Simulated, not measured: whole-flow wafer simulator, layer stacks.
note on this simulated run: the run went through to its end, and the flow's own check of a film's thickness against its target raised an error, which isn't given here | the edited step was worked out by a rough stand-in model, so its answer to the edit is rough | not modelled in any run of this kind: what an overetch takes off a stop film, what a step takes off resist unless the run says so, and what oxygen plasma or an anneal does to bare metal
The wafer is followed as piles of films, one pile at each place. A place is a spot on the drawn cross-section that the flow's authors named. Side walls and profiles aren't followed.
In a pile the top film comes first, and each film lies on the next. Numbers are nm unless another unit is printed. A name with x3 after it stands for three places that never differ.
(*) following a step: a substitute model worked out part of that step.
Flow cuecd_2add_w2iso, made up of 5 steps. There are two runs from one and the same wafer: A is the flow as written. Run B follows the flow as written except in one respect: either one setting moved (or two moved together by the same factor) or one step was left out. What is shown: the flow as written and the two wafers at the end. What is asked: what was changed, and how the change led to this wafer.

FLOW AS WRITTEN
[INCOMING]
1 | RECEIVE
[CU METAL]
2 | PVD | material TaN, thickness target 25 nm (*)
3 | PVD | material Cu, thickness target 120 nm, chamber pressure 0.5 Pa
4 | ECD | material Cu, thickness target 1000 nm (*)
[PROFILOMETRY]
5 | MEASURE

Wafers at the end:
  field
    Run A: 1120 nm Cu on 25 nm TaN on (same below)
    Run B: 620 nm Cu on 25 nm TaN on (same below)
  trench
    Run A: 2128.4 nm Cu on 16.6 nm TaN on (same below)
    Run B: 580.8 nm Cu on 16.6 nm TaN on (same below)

The reason: step 4, ECD: thickness target 500 nm was run, while the flow as written has thickness target 1000 nm.

Step by step, how the change led to this:
  4 | ECD | material Cu, thickness target 1000 nm (*)
      field: A +1000 Cu | B +500 Cu
      trench: A +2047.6 Cu | B +500 Cu
